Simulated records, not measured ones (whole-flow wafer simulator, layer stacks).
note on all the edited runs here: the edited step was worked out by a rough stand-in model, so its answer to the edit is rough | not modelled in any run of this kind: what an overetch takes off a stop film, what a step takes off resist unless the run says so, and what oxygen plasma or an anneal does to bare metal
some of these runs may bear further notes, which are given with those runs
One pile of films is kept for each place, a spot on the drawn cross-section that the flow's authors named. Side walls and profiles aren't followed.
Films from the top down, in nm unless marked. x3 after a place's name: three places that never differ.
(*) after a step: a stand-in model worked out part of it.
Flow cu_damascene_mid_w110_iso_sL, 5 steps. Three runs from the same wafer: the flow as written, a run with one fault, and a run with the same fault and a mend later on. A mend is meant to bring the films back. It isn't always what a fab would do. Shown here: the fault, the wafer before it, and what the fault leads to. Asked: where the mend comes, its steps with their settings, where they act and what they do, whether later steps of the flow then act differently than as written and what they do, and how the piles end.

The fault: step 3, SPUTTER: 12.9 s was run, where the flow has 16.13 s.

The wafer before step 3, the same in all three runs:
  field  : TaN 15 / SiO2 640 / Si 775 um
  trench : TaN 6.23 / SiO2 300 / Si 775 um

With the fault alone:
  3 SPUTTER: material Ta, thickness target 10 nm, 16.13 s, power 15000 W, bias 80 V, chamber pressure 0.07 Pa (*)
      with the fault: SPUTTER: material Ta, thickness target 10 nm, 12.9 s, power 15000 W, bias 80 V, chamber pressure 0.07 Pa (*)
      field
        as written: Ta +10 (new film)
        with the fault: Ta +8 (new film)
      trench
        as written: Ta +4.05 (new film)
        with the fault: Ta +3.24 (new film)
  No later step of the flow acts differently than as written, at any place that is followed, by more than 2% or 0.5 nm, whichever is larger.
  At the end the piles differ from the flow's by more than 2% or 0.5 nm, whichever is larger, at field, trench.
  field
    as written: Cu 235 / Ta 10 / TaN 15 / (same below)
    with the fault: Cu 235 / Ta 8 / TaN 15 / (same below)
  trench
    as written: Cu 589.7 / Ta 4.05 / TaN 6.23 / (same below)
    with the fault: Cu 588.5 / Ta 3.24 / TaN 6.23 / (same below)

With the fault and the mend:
  The mend comes after step 3.
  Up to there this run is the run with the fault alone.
  3a SPUTTER: material Ta, thickness target 10 nm, 3.23 s, power 15000 W, bias 80 V, chamber pressure 0.07 Pa (*) (the flow's step 3 once more, with other settings)
      field
        Ta +2
      trench
        Ta +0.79
  No later step of the flow acts differently than as written at any place that is followed.
  At the end the piles differ from the flow's only slightly at the places that both follow, by at most 2% or 0.5 nm, whichever is larger.
